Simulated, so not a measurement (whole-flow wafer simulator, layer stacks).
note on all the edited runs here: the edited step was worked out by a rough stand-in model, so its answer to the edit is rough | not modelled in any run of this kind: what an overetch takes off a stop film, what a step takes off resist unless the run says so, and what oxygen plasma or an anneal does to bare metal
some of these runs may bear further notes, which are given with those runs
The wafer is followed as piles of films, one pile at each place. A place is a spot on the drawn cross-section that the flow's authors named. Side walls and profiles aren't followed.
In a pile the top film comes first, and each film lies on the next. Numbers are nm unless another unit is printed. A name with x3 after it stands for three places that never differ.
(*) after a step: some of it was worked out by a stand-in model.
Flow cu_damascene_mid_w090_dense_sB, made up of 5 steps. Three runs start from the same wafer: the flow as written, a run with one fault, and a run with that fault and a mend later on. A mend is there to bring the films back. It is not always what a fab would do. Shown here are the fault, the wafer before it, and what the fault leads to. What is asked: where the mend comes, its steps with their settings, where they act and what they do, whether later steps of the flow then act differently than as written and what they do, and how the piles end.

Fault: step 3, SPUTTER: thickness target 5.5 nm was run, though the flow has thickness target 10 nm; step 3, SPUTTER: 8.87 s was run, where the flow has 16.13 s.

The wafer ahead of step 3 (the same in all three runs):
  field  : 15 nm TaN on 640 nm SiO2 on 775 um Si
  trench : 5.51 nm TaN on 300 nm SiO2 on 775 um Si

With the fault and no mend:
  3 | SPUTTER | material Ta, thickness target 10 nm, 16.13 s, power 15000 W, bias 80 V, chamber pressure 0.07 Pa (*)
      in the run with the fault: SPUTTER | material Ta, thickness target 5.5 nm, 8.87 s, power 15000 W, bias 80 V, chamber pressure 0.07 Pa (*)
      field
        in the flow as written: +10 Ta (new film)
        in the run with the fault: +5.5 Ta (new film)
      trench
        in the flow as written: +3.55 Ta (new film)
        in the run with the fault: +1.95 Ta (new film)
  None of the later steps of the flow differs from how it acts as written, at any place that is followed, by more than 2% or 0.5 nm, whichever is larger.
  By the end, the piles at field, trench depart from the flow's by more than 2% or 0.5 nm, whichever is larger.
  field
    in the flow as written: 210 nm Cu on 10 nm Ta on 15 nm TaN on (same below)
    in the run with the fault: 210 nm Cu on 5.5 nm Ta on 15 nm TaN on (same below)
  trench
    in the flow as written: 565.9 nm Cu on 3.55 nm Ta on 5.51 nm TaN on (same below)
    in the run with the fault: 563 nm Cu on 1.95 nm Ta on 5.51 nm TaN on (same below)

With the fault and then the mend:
  The mend follows step 3.
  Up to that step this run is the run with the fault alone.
  3a | SPUTTER | material Ta, thickness target 4.5 nm, 7.258 s, power 15000 W, bias 80 V, chamber pressure 0.07 Pa (*) (a further turn of the flow's step 3, with different settings)
      field
        +4.5 Ta
      trench
        +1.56 Ta
  None of the later steps of the flow acts differently than as written at any place that is followed.
  When the end is reached, the piles differ only a little from the flow's at the places that both follow, at most by 2% or 0.5 nm, whichever is larger.
